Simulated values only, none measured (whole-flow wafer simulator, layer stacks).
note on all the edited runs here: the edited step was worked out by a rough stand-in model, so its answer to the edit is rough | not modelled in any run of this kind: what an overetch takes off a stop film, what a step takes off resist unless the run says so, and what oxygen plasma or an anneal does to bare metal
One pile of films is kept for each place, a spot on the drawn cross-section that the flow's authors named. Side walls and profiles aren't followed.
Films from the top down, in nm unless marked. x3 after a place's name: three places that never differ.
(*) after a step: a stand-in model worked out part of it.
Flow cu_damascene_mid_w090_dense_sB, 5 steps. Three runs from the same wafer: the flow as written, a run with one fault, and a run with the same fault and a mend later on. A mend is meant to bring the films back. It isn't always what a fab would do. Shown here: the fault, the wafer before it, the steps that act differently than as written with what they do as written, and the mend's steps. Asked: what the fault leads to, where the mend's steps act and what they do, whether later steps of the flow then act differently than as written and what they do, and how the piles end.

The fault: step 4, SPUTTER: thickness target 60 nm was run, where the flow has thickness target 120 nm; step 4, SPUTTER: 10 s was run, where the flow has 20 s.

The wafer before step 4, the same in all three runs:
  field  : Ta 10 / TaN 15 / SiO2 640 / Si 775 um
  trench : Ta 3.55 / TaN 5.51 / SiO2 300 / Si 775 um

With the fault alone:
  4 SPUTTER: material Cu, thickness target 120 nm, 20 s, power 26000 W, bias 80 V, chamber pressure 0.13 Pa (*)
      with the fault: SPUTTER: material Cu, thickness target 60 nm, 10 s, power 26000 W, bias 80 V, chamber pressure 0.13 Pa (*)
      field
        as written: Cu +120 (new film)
        with the fault: Cu +60 (new film)
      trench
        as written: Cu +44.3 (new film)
        with the fault: Cu +22.2 (new film)
  Later steps of the flow that act differently than as written:
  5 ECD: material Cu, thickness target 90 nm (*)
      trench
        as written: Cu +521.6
        with the fault: Cu +483.8
  At the end the piles differ from the flow's by more than 2% or 0.5 nm, whichever is larger, at field, trench.
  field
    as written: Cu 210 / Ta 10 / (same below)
    with the fault: Cu 150 / Ta 10 / (same below)
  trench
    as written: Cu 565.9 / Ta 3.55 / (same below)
    with the fault: Cu 505.9 / Ta 3.55 / (same below)

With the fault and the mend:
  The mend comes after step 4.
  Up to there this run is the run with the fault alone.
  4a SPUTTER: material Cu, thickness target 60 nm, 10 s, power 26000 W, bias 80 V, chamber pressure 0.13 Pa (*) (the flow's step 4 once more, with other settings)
      field
        Cu +60
      trench
        Cu +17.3
  No later step of the flow acts differently than as written, at any place that is followed, by more than 2% or 0.5 nm, whichever is larger.
  At the end the piles are the same as the flow's at every place that both follow.
